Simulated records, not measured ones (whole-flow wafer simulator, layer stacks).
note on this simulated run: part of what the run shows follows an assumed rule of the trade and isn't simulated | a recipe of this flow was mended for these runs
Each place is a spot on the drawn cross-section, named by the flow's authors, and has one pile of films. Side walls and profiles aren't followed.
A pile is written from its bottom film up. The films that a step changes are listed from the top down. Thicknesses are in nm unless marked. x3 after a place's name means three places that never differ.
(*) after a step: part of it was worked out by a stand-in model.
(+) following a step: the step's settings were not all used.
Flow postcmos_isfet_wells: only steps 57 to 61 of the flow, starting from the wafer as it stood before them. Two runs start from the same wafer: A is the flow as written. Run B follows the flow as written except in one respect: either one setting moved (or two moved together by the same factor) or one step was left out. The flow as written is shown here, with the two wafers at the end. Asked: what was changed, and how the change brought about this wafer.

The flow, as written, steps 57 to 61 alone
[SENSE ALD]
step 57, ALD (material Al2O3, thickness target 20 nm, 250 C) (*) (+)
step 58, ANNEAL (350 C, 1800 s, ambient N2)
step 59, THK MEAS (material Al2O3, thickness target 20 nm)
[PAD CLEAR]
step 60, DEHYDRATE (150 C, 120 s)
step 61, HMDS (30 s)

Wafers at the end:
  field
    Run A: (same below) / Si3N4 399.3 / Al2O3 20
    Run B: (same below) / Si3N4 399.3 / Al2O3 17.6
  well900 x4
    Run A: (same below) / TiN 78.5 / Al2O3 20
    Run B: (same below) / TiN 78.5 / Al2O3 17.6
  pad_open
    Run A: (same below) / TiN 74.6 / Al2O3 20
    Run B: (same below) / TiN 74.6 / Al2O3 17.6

What caused this: step 57, ALD: thickness target 17.6 nm was run, though the flow has thickness target 20 nm.
The wafer lets one read it off: field has Al2O3 17.6, and step 57 as written asks for 20 nm.

How this came from the change, step by step:
  step 57, ALD (material Al2O3, thickness target 20 nm, 250 C) (*) (+)
      field, margin x3, well900 x4, pad_open: A +20 Al2O3 (new film) | B +17.6 Al2O3 (new film)
